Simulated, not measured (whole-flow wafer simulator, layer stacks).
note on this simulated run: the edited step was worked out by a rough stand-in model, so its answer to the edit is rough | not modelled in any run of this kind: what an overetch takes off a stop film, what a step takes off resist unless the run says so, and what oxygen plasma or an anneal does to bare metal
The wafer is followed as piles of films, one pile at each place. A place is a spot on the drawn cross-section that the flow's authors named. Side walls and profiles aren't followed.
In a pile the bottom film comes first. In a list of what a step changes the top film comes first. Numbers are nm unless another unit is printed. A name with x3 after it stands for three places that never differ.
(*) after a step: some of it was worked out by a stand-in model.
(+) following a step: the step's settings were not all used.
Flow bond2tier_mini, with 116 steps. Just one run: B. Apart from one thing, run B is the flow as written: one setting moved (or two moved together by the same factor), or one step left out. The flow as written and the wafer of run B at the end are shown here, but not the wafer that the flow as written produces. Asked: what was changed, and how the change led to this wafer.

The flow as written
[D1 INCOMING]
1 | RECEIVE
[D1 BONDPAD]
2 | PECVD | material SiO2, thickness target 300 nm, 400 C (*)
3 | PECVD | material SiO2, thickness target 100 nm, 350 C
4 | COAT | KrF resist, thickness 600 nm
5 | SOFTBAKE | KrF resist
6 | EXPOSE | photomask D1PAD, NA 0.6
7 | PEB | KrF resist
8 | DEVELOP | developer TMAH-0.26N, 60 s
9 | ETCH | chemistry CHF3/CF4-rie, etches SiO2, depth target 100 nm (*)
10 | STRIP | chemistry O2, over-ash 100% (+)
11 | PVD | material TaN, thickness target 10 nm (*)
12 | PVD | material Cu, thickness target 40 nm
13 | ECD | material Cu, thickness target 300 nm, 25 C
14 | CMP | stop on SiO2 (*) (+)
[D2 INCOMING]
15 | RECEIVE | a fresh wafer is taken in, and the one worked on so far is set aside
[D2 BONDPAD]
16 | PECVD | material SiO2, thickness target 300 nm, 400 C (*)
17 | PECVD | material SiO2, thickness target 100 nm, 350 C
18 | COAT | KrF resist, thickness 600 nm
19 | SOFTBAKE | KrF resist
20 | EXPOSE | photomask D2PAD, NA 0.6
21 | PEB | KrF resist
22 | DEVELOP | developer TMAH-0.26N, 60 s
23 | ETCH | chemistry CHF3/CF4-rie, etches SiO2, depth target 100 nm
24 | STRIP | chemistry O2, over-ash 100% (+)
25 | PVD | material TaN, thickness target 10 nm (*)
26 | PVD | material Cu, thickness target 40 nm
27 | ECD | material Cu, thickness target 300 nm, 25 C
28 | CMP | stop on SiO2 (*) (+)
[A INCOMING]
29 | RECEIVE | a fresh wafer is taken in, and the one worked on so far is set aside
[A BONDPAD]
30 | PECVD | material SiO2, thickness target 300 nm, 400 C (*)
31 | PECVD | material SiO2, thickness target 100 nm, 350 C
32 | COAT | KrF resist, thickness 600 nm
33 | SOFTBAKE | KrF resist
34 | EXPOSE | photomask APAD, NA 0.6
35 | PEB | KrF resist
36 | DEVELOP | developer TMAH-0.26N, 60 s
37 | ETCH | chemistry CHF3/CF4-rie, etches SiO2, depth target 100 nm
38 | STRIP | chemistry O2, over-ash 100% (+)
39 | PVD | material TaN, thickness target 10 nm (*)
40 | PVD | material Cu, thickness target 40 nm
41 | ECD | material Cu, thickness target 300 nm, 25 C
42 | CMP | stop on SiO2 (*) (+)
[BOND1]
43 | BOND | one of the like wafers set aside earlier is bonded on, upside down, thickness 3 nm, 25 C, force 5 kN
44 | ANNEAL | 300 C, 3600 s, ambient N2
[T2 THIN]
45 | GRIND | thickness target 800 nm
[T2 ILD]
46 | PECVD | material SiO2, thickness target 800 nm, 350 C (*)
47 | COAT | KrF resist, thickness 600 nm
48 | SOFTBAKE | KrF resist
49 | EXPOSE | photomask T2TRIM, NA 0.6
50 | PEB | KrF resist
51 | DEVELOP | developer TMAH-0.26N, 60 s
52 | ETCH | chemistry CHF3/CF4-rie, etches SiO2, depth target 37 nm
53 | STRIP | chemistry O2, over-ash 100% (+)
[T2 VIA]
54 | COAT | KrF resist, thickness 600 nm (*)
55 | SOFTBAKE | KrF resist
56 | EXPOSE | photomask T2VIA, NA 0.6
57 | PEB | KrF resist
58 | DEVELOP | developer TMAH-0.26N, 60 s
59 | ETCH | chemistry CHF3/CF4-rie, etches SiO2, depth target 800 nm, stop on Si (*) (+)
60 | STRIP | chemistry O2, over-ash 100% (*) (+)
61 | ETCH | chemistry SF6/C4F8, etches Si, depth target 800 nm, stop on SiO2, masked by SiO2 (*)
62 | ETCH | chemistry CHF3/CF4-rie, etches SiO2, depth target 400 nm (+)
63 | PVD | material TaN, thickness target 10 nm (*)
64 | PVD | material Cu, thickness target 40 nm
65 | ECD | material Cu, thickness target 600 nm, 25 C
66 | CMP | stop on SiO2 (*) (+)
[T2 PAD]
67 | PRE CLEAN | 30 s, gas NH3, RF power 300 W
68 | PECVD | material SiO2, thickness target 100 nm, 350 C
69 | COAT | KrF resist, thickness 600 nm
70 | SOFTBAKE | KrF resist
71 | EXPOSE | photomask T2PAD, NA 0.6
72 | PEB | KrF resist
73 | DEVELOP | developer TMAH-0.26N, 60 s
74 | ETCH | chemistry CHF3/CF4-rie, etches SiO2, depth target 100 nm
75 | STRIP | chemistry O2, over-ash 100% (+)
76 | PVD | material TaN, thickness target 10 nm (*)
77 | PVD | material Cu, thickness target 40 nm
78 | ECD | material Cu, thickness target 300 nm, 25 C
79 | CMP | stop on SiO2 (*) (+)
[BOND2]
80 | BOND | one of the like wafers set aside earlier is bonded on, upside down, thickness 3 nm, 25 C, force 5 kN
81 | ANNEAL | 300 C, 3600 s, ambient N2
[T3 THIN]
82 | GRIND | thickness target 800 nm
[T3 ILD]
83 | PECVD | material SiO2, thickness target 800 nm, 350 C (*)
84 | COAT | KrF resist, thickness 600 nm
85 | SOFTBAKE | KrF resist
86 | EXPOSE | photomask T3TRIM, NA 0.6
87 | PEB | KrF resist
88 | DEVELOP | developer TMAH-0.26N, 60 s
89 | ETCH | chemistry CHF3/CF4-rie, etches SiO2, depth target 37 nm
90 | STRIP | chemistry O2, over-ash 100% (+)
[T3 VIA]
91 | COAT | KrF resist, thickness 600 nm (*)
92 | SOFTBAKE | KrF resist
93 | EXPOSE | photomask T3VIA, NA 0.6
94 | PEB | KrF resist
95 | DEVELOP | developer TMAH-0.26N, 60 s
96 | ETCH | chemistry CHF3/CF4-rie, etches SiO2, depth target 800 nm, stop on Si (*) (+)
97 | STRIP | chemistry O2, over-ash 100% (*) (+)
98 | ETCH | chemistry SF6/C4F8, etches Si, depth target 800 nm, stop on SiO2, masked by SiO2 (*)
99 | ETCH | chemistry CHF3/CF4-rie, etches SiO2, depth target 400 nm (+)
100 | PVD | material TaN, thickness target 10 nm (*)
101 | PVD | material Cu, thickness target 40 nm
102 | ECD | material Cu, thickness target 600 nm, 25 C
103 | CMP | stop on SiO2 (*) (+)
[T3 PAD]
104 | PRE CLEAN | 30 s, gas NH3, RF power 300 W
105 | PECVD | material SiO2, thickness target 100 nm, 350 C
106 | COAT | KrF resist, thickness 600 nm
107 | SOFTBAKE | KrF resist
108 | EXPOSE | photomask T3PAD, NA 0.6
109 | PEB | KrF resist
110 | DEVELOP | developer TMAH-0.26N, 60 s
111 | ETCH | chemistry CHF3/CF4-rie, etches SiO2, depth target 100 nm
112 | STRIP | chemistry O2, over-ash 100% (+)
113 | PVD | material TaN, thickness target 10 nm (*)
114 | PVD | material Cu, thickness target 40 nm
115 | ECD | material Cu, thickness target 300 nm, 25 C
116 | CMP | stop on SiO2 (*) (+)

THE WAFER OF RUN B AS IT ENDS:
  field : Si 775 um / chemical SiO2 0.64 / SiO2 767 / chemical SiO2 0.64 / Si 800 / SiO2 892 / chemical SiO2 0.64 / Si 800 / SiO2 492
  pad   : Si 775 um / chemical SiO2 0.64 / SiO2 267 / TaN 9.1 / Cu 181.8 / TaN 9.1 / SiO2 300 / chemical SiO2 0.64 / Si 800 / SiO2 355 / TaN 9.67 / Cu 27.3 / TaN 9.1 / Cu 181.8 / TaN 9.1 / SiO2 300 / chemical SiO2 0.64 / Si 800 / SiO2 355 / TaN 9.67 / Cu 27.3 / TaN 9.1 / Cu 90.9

The reason: step 30, PECVD: thickness target 267 nm was run, while the flow as written has thickness target 300 nm.
The wafer lets one read it off: pad has SiO2 267, and step 30 as written asks for 300 nm.

Step by step, how the change led to this:
  30 | PECVD | material SiO2, thickness target 300 nm, 400 C (*)
      field, pad, via: SiO2 gains 267 (new film) (as written it would have been: SiO2 gains 300 (new film))
